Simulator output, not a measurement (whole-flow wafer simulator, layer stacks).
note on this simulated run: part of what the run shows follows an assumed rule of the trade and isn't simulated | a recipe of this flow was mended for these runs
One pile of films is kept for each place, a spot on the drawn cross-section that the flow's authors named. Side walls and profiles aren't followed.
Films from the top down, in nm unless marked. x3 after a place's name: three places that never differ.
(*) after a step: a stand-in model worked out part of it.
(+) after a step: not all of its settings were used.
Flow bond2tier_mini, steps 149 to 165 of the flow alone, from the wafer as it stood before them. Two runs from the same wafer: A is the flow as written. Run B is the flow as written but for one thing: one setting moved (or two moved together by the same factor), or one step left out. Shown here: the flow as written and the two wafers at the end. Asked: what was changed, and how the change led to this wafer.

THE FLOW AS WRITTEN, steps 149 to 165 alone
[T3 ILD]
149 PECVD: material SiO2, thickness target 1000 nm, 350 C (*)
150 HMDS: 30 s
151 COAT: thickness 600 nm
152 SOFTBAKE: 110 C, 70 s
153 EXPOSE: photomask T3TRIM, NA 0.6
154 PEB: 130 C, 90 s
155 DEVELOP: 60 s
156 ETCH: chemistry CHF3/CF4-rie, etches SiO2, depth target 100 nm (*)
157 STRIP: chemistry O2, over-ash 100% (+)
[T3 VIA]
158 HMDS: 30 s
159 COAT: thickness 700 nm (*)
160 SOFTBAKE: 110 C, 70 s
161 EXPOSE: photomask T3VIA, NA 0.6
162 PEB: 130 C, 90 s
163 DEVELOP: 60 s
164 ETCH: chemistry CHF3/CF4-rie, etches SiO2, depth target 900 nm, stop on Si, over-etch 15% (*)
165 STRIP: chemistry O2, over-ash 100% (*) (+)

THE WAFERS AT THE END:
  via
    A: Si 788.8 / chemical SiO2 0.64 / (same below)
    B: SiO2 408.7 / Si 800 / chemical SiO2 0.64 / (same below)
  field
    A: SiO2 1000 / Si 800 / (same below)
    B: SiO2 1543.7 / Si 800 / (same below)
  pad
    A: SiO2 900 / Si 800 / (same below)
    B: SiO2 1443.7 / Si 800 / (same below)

The cause: step 149, PECVD: thickness target 1544 nm was run, where the flow has thickness target 1000 nm.
It can be read off the wafer: field has SiO2 1543.7, and step 149 as written asks for 1000 nm.

How the change led to this, step by step:
  149 PECVD: material SiO2, thickness target 1000 nm, 350 C (*)
      field, pad, via: A SiO2 +1000 (new film) | B SiO2 +1543.7 (new film)
  164 ETCH: chemistry CHF3/CF4-rie, etches SiO2, depth target 900 nm, stop on Si, over-etch 15% (*)
      via: A SiO2 -900 (all of it), Si -11.2 | B SiO2 -1035
